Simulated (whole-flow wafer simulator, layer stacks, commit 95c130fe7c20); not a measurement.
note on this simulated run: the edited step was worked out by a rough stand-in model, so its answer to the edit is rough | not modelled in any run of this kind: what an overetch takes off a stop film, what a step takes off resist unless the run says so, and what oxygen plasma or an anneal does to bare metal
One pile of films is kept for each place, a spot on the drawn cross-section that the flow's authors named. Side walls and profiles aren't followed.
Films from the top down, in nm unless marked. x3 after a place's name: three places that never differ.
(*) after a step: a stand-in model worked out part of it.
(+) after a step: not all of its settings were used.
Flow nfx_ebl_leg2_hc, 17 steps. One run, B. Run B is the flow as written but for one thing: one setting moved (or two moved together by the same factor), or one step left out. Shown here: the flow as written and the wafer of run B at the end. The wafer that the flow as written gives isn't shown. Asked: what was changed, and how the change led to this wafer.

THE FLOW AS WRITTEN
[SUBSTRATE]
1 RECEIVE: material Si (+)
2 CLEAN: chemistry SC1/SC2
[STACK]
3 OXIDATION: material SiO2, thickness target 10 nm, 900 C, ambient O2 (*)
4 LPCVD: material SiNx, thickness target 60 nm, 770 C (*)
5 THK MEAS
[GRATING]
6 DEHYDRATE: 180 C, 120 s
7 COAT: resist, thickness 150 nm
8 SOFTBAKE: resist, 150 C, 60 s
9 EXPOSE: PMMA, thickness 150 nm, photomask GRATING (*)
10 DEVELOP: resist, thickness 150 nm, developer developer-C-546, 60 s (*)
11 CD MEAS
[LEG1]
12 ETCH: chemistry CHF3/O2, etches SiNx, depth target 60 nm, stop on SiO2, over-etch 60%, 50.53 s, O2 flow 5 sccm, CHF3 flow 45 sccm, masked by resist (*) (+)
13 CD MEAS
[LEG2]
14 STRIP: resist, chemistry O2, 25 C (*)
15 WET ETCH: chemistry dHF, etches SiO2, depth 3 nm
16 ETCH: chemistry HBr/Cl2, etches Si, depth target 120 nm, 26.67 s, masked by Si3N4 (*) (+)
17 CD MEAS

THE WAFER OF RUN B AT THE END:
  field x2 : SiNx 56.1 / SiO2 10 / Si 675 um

The cause: step 4, LPCVD: thickness target 67.5 nm was run, where the flow has thickness target 60 nm.

How the change led to this, step by step:
  4 LPCVD: material SiNx, thickness target 60 nm, 770 C (*)
      field x2, pad x2: SiNx +67.5 (new film) (as written it would be: SiNx +60 (new film))
  12 ETCH: chemistry CHF3/O2, etches SiNx, depth target 60 nm, stop on SiO2, over-etch 60%, 50.53 s, O2 flow 5 sccm, CHF3 flow 45 sccm, masked by resist (*) (+)
      pad x2: SiNx -67.5 (all of it), SiO2 -10 (all of it) (as written it would be: SiNx -60 (all of it), SiO2 -10 (all of it))
